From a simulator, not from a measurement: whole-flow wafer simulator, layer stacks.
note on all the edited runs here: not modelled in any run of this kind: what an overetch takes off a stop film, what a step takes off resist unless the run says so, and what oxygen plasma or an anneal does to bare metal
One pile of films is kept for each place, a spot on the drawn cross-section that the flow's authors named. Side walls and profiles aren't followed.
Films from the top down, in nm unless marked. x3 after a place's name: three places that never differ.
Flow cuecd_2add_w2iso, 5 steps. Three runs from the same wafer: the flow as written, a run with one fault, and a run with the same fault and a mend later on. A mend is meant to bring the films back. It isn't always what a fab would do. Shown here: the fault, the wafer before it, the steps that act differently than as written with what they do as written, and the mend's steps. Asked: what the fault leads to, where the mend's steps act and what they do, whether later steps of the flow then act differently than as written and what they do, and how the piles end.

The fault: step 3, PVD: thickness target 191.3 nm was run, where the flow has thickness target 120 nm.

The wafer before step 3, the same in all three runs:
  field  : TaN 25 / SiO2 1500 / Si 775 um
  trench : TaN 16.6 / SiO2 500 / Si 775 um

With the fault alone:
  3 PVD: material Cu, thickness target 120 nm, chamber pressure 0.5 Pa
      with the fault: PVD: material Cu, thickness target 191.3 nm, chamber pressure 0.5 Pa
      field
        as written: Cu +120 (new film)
        with the fault: Cu +191.3 (new film)
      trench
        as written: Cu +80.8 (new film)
        with the fault: Cu +128.3 (new film)
  No later step of the flow acts differently than as written, at any place that is followed, by more than 2% or 0.5 nm, whichever is larger.
  At the end the piles differ from the flow's by more than 2% or 0.5 nm, whichever is larger, at field, trench.
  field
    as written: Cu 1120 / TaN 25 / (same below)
    with the fault: Cu 1191.3 / TaN 25 / (same below)
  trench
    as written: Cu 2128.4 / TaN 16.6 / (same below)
    with the fault: Cu 2199.7 / TaN 16.6 / (same below)

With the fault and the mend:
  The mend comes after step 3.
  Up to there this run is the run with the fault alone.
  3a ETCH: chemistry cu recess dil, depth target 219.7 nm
      field
        Cu -191.3 (all of it)
      trench
        Cu -128.3 (all of it)
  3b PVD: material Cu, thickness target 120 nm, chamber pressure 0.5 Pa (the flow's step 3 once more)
      field
        Cu +120 (new film)
      trench
        Cu +80.8 (new film)
  No later step of the flow acts differently than as written at any place that is followed.
  At the end the piles are the same as the flow's at every place that both follow.
